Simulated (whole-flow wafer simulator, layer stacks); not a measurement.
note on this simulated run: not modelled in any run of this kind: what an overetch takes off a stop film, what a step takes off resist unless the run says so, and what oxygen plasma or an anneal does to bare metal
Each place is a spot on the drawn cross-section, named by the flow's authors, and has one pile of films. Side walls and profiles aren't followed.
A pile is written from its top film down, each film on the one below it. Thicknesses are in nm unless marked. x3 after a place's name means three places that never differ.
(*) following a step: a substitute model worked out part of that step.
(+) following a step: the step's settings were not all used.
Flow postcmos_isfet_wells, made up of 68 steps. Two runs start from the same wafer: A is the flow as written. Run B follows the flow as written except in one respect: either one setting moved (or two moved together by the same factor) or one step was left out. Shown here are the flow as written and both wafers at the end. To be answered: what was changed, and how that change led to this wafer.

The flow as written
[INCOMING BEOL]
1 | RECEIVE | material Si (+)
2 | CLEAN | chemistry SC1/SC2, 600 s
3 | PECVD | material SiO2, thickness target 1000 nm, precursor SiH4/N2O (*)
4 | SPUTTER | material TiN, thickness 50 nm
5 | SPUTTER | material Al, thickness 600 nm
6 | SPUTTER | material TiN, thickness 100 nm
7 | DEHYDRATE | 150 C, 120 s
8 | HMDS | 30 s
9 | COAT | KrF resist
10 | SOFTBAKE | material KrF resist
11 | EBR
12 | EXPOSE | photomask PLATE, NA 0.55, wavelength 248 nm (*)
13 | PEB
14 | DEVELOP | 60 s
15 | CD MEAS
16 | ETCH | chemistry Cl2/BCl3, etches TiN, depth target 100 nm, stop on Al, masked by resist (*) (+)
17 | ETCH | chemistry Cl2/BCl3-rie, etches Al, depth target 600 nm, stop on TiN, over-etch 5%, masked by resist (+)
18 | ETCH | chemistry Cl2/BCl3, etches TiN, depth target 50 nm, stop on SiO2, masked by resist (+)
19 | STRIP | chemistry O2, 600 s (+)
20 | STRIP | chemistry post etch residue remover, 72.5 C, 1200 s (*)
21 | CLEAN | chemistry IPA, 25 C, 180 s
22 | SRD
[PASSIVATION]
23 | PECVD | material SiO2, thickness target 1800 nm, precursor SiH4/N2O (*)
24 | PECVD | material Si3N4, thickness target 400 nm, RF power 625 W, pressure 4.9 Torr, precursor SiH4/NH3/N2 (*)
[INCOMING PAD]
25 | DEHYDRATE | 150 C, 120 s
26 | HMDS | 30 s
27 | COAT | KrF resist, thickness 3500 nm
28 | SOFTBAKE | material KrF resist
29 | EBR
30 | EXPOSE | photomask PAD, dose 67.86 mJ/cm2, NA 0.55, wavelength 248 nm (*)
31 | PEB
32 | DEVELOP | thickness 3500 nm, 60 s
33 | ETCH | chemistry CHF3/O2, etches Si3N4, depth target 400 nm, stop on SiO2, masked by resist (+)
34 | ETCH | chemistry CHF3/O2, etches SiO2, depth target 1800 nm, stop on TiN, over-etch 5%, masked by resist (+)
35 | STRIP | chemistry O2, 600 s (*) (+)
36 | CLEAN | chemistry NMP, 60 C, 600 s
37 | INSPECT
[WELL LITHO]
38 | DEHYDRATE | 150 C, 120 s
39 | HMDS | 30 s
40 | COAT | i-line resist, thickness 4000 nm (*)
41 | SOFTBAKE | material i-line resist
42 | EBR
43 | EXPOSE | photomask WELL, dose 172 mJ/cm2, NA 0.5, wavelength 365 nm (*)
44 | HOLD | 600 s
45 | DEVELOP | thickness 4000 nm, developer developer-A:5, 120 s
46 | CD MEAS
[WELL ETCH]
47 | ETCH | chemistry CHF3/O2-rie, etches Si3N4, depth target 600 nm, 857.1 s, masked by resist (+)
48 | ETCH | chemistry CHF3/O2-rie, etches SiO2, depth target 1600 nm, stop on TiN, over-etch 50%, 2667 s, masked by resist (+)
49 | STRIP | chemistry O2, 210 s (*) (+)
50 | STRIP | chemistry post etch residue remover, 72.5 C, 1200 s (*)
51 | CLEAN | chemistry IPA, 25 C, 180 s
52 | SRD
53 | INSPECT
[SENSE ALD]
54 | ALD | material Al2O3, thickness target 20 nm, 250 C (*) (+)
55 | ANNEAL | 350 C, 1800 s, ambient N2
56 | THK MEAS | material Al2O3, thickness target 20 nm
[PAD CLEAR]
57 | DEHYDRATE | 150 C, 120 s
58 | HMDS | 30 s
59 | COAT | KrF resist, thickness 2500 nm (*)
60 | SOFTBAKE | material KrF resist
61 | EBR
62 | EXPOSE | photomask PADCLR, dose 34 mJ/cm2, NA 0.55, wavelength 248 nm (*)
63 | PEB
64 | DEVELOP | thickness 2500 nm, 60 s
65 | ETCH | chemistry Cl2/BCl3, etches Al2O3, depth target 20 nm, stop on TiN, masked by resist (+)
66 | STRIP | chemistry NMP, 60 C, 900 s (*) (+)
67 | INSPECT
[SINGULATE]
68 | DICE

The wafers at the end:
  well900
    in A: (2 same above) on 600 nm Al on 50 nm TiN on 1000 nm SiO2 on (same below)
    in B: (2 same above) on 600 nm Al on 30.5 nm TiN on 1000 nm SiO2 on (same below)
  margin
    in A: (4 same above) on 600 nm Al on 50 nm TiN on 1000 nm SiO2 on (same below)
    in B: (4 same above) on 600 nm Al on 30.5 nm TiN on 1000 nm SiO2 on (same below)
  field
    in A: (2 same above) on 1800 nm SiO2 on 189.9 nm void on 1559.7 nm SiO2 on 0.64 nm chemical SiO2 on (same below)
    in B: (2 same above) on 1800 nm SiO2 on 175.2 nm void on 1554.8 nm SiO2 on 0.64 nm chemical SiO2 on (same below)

Cause: step 4, SPUTTER: thickness 30.5 nm was run, whereas the flow has thickness 50 nm.
The wafer lets one read it off: well900 has TiN 30.5, and step 4 as written asks for 50 nm.

The path from the change to this, step by step:
  4 | SPUTTER | material TiN, thickness 50 nm
      field, margin, well900, well1300 x3, pad_rim, pad_clr, pad_open: A TiN gains 50 (new film) | B TiN gains 30.5 (new film)
  18 | ETCH | chemistry Cl2/BCl3, etches TiN, depth target 50 nm, stop on SiO2, masked by resist (+)
      margin, well900, well1300 x3, pad_rim, pad_clr, pad_open: A KrF resist loses 20 | B KrF resist loses 18.3
      field: A TiN loses 50 (all of it) | B TiN loses 30.5 (all of it)
  23 | PECVD | material SiO2, thickness target 1800 nm, precursor SiH4/N2O (*)
      field: A SiO2 gains 1800 (new film), void gains 189.9 (new film), SiO2 gains 559.7 | B SiO2 gains 1800 (new film), void gains 175.2 (new film), SiO2 gains 554.8
